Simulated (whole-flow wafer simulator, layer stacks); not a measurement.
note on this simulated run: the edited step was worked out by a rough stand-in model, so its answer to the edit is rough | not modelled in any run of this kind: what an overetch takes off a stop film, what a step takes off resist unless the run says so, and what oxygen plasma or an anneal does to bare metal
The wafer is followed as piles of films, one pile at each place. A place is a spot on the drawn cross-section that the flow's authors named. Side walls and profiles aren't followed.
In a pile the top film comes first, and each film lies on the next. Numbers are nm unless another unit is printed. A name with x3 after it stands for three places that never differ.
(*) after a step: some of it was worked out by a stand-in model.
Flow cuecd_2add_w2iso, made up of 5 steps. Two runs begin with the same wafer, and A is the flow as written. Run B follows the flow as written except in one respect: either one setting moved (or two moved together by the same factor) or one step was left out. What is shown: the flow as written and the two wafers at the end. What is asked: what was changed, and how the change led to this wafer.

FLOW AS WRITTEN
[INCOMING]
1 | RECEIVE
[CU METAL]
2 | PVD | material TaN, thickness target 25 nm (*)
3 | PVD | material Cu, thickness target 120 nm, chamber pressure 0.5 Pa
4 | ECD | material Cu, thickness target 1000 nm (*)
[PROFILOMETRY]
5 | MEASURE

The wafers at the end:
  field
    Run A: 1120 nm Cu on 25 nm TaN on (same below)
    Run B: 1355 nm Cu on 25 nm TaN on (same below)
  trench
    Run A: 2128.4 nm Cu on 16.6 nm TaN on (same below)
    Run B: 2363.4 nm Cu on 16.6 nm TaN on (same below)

The reason: step 4, ECD: thickness target 1235 nm was run, though the flow has thickness target 1000 nm.

Step by step, how the change led to this:
  4 | ECD | material Cu, thickness target 1000 nm (*)
      field: A +1000 Cu | B +1235 Cu
      trench: A +2047.6 Cu | B +2282.6 Cu
